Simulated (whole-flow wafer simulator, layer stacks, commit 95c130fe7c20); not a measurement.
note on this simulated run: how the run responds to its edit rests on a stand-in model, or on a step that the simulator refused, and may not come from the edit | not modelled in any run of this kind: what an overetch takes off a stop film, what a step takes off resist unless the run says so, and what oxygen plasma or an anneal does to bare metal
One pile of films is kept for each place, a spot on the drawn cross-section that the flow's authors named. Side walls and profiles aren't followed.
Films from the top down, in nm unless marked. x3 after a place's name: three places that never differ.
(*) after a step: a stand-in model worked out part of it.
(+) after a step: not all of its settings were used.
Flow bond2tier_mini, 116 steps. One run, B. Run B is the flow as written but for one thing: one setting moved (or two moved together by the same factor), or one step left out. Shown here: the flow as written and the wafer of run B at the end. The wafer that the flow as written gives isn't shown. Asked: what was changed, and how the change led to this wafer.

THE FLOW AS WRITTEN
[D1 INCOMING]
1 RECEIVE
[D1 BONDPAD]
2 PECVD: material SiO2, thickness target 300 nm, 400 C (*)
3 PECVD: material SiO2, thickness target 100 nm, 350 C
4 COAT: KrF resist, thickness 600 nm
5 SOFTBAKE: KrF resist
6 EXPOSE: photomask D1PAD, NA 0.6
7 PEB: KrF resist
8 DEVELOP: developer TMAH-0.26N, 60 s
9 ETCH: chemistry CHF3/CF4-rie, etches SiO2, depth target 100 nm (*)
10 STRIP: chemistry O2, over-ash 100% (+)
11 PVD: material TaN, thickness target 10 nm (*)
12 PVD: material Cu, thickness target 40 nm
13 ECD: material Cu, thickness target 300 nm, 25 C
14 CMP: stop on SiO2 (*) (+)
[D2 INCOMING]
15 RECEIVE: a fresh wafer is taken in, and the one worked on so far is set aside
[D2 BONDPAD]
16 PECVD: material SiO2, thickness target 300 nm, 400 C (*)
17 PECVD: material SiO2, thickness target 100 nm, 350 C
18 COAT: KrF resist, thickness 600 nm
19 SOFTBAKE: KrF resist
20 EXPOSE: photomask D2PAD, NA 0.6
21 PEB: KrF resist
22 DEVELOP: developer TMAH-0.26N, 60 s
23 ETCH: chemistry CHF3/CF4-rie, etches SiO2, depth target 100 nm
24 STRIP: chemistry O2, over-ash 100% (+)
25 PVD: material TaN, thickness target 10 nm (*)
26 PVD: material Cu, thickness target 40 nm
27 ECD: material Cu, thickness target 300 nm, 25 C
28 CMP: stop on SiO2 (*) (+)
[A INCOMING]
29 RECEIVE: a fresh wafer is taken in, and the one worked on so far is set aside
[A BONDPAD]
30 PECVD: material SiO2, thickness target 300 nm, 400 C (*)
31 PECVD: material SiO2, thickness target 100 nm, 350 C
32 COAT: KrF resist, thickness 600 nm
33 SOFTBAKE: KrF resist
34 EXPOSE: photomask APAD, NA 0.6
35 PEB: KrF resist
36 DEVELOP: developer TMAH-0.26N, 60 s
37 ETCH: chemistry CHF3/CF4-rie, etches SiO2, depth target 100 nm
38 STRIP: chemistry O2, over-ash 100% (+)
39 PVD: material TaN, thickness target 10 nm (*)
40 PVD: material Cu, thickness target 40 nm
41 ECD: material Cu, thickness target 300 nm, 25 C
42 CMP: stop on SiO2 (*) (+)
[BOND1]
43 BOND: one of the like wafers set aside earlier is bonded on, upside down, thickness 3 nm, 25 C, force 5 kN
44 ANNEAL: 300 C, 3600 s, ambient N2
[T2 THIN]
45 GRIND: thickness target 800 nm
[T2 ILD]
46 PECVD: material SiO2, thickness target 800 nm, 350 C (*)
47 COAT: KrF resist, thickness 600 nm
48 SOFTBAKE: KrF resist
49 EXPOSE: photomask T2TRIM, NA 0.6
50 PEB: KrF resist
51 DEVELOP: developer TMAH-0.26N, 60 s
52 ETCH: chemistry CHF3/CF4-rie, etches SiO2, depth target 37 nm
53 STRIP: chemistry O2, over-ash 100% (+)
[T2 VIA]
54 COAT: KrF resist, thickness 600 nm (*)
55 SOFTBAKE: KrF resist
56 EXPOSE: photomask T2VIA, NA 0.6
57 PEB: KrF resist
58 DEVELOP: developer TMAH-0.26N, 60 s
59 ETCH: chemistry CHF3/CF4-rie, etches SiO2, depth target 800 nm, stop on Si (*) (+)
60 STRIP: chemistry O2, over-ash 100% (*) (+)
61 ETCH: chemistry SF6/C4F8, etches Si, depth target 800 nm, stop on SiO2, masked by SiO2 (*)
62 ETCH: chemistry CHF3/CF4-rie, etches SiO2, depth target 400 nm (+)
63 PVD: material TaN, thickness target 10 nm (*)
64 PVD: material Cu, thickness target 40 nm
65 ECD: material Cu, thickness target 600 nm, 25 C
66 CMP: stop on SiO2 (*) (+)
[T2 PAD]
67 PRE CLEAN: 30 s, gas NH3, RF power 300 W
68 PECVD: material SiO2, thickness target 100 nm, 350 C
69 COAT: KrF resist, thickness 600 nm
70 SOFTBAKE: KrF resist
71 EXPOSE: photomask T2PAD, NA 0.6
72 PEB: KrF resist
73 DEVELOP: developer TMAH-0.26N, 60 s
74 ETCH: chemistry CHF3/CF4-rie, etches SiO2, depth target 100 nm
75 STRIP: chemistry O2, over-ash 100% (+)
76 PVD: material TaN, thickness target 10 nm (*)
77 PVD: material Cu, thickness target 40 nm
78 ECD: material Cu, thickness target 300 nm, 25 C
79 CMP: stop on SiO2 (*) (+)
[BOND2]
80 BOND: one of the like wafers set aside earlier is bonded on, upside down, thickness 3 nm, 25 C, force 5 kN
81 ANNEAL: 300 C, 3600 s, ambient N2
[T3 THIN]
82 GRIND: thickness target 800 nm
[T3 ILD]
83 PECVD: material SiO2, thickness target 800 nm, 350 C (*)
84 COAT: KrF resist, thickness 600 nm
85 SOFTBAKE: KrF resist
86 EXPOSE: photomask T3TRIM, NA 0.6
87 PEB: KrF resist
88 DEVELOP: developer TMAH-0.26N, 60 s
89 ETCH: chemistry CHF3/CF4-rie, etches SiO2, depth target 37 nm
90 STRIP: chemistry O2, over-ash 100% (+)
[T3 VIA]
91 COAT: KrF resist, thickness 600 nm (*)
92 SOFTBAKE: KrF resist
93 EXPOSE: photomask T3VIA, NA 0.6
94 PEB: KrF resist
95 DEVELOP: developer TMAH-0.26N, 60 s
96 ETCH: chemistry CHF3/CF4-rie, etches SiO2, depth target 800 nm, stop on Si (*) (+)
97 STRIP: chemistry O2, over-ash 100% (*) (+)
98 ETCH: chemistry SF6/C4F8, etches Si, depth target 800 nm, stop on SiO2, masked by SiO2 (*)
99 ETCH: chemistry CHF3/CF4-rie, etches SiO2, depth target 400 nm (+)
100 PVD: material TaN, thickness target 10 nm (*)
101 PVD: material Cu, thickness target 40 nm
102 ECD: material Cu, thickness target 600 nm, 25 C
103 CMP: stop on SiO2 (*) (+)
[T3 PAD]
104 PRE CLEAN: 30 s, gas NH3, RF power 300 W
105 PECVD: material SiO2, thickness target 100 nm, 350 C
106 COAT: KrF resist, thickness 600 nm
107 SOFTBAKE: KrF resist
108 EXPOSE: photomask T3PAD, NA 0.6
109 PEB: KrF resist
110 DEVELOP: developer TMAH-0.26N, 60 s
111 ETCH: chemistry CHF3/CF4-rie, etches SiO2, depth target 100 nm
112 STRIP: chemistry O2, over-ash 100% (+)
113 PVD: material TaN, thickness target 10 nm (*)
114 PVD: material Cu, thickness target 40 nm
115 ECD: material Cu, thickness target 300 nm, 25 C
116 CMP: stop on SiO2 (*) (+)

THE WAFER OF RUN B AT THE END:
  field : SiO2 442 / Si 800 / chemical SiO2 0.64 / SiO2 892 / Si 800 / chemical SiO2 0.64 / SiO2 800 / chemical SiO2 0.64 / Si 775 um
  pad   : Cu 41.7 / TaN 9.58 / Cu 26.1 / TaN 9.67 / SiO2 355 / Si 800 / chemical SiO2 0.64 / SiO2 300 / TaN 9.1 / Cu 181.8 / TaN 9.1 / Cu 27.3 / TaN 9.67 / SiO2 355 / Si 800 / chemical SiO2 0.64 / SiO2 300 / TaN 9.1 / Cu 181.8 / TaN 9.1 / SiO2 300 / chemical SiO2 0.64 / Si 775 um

The cause: step 105, PECVD: thickness target 50 nm was run, where the flow has thickness target 100 nm.

How the change led to this, step by step:
  105 PECVD: material SiO2, thickness target 100 nm, 350 C
      field: SiO2 +50 (as written it would be: SiO2 +100)
      pad: SiO2 +50 (new film) (as written it would be: SiO2 +100 (new film))
  111 ETCH: chemistry CHF3/CF4-rie, etches SiO2, depth target 100 nm
      pad: SiO2 -50 (all of it), Cu -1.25 (as written it would be: SiO2 -100 (all of it))
      field: KrF resist -25 (as written it would be: KrF resist -33.3)
  114 PVD: material Cu, thickness target 40 nm
      pad: Cu +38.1 (new film) (as written it would be: Cu +36.4 (new film))
  115 ECD: material Cu, thickness target 300 nm, 25 C
      pad: Cu +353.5 (as written it would be: Cu +404.5)
